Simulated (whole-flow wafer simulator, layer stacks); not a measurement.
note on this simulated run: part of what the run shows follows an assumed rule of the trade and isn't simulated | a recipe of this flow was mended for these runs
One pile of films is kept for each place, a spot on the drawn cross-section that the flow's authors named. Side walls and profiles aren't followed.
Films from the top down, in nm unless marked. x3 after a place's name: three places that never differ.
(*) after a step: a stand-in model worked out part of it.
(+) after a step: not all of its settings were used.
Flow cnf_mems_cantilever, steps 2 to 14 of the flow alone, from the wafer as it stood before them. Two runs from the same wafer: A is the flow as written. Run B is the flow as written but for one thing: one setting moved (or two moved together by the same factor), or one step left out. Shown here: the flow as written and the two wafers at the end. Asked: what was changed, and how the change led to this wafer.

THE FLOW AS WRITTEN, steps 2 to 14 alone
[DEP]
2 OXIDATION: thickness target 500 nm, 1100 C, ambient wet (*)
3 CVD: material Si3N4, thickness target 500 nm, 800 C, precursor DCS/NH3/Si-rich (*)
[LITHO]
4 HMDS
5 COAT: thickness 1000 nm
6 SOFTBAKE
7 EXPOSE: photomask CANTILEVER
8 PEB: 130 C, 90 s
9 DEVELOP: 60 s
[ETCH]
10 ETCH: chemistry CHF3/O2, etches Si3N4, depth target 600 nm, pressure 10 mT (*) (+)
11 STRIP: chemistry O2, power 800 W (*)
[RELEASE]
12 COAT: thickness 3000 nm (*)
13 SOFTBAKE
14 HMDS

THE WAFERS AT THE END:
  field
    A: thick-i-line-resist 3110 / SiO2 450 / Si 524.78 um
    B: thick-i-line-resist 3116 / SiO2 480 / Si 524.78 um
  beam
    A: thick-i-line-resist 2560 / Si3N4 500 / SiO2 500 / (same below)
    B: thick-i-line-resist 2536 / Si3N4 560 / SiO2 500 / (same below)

The cause: step 3, CVD: thickness target 560 nm was run, where the flow has thickness target 500 nm.
It can be read off the wafer: beam has Si3N4 560, and step 3 as written asks for 500 nm.

How the change led to this, step by step:
  3 CVD: material Si3N4, thickness target 500 nm, 800 C, precursor DCS/NH3/Si-rich (*)
      field, beam: A Si3N4 +500 (new film) | B Si3N4 +560 (new film)
  10 ETCH: chemistry CHF3/O2, etches Si3N4, depth target 600 nm, pressure 10 mT (*) (+)
      field: A Si3N4 -500 (all of it), SiO2 -50 | B Si3N4 -560 (all of it), SiO2 -20
  13 SOFTBAKE
      field: A thick-i-line-resist +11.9 | B thick-i-line-resist +12.7
      beam: A thick-i-line-resist -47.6 | B thick-i-line-resist -50.7
